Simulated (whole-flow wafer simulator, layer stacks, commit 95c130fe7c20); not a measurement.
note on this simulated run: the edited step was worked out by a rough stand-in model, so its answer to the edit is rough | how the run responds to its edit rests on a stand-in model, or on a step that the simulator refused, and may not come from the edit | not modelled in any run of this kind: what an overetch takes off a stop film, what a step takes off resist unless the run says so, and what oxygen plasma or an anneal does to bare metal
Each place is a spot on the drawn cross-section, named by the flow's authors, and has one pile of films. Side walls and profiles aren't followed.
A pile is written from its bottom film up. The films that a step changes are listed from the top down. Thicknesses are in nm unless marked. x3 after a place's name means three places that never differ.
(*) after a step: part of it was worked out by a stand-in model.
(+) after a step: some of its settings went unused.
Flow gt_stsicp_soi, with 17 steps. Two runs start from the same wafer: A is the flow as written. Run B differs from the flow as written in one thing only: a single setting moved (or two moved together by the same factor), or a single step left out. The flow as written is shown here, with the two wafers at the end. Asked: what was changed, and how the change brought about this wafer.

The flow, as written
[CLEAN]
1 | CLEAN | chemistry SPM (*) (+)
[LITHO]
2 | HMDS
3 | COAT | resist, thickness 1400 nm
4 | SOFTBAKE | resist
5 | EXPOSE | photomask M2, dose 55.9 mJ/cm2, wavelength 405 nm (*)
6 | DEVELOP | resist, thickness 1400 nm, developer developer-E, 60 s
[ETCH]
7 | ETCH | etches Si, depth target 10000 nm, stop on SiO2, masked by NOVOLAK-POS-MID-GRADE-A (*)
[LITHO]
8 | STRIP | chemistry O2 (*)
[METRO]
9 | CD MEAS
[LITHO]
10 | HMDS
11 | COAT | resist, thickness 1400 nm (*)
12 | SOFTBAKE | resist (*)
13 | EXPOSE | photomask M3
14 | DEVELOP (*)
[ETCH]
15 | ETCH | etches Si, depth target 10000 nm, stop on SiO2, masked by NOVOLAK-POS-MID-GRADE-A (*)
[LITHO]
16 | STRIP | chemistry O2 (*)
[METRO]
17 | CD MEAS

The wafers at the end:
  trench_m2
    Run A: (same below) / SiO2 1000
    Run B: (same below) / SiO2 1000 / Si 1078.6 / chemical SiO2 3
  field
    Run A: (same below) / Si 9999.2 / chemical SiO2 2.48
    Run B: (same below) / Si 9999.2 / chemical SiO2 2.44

The reason: step 7, ETCH: depth target 8920 nm was run, while the flow as written has depth target 10000 nm.

How this came from the change, step by step:
  7 | ETCH | etches Si, depth target 10000 nm, stop on SiO2, masked by NOVOLAK-POS-MID-GRADE-A (*)
      trench_m2: A -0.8 chemical SiO2 (all of it), -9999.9 Si (all of it) | B -0.8 chemical SiO2 (all of it), -8920 Si
      field, trench_m3: A -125 resist | B -111.5 resist
  8 | STRIP | chemistry O2 (*)
      trench_m2: A nothing | B +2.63 chemical SiO2 (new film), -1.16 Si
  11 | COAT | resist, thickness 1400 nm (*)
      trench_m2: A +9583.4 resist (new film) | B +8731 resist (new film)
  16 | STRIP | chemistry O2 (*)
      trench_m2: A -9458.4 resist (all of it) | B -8606 resist (all of it), +0.37 chemical SiO2, -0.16 Si
